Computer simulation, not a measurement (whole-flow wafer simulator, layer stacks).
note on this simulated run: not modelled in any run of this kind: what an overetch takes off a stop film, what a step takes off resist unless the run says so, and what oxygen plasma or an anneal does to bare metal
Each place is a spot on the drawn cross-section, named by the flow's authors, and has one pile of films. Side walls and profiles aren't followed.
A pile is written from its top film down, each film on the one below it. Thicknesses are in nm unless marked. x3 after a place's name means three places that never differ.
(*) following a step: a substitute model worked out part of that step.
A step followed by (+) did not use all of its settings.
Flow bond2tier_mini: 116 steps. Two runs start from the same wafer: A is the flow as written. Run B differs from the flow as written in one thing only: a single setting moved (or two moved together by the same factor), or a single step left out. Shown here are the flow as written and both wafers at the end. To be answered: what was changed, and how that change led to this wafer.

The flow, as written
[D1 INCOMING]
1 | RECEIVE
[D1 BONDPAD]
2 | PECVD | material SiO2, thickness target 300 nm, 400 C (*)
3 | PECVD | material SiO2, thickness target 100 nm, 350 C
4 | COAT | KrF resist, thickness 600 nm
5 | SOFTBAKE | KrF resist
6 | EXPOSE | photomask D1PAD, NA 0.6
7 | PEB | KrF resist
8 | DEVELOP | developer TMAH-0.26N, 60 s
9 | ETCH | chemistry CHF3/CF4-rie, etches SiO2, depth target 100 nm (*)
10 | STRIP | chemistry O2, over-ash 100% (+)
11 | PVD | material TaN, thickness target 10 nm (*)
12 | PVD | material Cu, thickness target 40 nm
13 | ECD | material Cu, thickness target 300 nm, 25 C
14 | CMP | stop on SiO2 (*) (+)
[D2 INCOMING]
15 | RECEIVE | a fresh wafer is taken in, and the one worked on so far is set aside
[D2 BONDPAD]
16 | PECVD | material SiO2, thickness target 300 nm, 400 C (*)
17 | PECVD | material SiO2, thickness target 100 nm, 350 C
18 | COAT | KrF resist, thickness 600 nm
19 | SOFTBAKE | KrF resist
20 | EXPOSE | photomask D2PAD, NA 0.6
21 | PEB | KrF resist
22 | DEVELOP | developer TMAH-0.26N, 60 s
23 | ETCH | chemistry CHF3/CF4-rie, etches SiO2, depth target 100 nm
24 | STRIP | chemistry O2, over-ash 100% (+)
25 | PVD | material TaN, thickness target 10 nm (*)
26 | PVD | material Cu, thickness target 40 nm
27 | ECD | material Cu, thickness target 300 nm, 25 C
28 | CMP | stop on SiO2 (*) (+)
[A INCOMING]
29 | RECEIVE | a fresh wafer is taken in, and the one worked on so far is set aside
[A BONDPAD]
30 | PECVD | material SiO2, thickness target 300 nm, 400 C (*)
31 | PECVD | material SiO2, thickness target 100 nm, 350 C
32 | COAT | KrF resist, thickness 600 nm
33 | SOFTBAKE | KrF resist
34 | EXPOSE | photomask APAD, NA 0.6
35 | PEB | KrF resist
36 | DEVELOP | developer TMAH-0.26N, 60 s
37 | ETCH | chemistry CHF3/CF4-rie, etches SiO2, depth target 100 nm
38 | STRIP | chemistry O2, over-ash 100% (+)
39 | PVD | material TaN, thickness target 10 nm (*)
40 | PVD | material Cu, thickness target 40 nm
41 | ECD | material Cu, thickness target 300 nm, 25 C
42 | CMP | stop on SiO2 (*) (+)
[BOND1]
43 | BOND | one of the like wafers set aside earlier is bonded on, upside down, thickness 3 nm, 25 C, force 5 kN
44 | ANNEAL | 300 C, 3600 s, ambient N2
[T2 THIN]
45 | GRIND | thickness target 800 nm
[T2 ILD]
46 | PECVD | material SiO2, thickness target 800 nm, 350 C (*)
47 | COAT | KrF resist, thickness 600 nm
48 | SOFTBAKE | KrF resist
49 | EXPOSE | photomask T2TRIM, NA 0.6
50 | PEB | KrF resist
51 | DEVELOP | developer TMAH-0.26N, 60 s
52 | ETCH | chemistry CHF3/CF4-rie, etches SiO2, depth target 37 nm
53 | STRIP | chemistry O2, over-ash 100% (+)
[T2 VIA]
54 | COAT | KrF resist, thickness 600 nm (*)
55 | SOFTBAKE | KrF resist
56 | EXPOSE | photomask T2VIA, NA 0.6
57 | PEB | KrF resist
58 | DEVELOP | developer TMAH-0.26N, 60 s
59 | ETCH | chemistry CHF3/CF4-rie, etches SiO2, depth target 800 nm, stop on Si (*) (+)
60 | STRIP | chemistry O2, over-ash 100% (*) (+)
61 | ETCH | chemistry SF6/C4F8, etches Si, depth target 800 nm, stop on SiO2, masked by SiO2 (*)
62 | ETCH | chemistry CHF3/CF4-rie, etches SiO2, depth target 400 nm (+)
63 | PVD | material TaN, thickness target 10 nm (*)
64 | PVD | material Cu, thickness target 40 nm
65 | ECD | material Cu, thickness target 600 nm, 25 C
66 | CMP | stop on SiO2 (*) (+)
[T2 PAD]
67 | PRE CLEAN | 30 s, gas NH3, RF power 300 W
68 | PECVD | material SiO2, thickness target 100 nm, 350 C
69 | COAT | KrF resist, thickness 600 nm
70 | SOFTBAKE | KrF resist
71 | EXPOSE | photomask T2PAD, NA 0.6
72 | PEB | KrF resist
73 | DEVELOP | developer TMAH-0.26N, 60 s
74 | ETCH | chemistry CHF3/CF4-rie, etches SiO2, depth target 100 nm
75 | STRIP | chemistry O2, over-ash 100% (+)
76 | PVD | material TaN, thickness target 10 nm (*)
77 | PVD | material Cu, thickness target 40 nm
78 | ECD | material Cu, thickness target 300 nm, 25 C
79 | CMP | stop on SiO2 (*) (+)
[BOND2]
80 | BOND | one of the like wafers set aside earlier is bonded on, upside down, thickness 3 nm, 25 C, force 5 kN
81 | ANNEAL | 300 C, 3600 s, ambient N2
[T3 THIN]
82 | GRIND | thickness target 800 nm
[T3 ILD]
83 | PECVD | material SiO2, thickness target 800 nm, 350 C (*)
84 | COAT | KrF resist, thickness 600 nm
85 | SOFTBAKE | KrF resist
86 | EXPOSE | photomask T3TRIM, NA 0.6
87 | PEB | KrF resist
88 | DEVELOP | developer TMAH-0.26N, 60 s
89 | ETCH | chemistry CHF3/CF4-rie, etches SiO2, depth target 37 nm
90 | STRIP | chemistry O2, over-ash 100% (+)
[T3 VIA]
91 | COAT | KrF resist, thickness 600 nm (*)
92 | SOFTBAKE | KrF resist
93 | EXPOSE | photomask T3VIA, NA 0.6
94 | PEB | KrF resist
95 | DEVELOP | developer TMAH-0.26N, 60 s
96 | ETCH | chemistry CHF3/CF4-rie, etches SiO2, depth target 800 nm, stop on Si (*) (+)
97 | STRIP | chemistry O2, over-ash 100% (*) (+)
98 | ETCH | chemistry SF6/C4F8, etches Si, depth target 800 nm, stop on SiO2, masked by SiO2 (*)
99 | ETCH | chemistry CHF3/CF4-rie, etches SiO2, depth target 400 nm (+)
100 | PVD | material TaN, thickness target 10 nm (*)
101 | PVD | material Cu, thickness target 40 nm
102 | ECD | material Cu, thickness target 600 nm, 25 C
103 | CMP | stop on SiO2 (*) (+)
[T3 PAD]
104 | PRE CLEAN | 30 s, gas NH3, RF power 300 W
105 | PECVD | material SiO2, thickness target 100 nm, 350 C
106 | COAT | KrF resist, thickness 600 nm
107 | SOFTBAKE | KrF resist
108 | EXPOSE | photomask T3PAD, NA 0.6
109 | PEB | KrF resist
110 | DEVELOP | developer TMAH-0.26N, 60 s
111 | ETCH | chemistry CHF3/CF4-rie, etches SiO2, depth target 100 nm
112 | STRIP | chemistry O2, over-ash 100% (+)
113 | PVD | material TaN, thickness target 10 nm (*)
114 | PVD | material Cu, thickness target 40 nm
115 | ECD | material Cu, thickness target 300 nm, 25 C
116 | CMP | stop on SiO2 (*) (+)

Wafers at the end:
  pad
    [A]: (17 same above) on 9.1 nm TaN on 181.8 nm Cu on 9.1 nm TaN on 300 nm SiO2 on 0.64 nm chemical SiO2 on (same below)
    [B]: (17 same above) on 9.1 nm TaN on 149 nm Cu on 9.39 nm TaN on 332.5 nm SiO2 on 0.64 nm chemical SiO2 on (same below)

What caused this: step 37, ETCH: depth target 67.5 nm was run, whereas the flow has depth target 100 nm.

How this came from the change, step by step:
  37 | ETCH | chemistry CHF3/CF4-rie, etches SiO2, depth target 100 nm
      pad, via: A SiO2 loses 100 | B SiO2 loses 67.5
      field: A KrF resist loses 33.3 | B KrF resist loses 22.5
  40 | PVD | material Cu, thickness target 40 nm
      pad: A Cu gains 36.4 (new film) | B Cu gains 37.6 (new film)
  41 | ECD | material Cu, thickness target 300 nm, 25 C
      pad: A Cu gains 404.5 | B Cu gains 370.6
      via: A Cu gains 400.2 | B Cu gains 367.6
